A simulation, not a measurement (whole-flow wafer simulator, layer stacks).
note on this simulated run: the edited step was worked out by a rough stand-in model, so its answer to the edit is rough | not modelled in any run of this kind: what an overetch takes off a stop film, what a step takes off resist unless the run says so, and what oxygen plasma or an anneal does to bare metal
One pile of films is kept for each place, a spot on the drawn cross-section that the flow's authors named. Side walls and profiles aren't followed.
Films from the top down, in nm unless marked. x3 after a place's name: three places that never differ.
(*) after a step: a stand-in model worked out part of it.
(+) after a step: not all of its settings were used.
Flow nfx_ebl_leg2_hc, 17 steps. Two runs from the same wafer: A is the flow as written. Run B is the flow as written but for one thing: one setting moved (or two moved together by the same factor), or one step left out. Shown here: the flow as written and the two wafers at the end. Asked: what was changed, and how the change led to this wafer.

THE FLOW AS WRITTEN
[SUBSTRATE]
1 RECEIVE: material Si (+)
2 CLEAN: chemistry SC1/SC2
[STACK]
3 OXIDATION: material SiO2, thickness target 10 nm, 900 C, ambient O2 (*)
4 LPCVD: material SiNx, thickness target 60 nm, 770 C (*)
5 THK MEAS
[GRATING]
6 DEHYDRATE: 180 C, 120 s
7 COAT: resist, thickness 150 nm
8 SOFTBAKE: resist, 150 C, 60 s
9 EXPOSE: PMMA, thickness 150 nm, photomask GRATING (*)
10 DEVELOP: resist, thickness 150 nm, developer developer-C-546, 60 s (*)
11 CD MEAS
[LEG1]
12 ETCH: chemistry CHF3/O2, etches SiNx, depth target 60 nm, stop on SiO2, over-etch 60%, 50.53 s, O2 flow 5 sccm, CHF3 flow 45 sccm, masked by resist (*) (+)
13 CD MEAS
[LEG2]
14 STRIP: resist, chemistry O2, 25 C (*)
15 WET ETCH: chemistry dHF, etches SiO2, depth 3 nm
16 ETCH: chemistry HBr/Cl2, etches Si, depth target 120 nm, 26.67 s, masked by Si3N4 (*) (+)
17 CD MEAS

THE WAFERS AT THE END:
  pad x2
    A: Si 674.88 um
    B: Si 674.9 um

The cause: step 16, ETCH: depth target 99 nm was run, where the flow has depth target 120 nm.

How the change led to this, step by step:
  16 ETCH: chemistry HBr/Cl2, etches Si, depth target 120 nm, 26.67 s, masked by Si3N4 (*) (+)
      pad x2: A Si -120 | B Si -99
